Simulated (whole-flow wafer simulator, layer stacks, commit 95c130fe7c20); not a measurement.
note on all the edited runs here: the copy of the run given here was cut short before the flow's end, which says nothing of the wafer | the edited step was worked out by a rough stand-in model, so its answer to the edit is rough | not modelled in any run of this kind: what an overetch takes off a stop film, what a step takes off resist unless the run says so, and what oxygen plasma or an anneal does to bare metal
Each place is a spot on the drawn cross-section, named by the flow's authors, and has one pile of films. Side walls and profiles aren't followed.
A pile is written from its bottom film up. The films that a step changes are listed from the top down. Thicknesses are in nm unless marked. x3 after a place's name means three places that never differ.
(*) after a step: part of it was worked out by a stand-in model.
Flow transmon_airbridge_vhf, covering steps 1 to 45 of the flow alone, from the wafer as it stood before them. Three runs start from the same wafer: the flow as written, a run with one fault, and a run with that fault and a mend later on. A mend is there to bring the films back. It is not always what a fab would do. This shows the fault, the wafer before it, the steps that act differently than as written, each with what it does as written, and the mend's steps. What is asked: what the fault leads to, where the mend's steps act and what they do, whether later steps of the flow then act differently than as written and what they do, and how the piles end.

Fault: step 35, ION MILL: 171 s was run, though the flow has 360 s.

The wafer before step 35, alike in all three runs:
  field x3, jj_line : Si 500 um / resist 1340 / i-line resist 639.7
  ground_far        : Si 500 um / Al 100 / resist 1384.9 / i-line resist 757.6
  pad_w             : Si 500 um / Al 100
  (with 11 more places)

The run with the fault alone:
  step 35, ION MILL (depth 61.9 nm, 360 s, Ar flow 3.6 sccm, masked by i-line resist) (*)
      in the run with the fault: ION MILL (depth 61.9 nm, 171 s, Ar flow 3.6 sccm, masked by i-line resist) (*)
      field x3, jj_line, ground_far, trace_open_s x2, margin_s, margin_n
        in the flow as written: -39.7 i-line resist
        in the run with the fault: -18.9 i-line resist
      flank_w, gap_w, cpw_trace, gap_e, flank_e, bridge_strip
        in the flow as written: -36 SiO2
        in the run with the fault: -17.1 SiO2
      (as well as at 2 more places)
  Steps later in the flow that act otherwise than as written (3 other steps are not shown; they differ only slightly, by no more than 2% or 0.5 nm, whichever is larger):
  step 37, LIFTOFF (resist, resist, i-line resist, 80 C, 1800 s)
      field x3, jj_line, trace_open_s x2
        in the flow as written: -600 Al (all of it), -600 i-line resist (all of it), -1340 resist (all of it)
        in the run with the fault: -600 Al (all of it), -620.8 i-line resist (all of it), -1340 resist (all of it)
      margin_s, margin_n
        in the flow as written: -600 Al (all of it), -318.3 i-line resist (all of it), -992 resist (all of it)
        in the run with the fault: -600 Al (all of it), -339.1 i-line resist (all of it), -992 resist (all of it)
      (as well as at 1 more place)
  At pad_w, flank_w, flank_e, pad_e, the piles at the end differ from the flow's by more than 2% or 0.5 nm, whichever is larger.
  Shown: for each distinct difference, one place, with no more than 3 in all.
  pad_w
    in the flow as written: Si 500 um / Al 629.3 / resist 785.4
    in the run with the fault: Si 500 um / Al 661.9 / resist 780.2
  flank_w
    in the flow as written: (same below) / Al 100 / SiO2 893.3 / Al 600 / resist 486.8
    in the run with the fault: (same below) / Al 100 / SiO2 912.2 / Al 600 / resist 486.6

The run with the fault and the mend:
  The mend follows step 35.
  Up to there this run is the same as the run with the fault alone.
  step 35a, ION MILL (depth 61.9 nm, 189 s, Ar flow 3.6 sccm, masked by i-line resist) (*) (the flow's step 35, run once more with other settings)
      field x3, jj_line, ground_far, trace_open_s x2, margin_s, margin_n
        -20.9 i-line resist
      flank_w, gap_w, cpw_trace, gap_e, flank_e, bridge_strip
        -18.9 SiO2
      pad_w, pad_e
        -32.5 Al
  Later steps of the flow that are run all act as written at every place that is followed.
  By the end, the piles equal the flow's at every place that both follow.
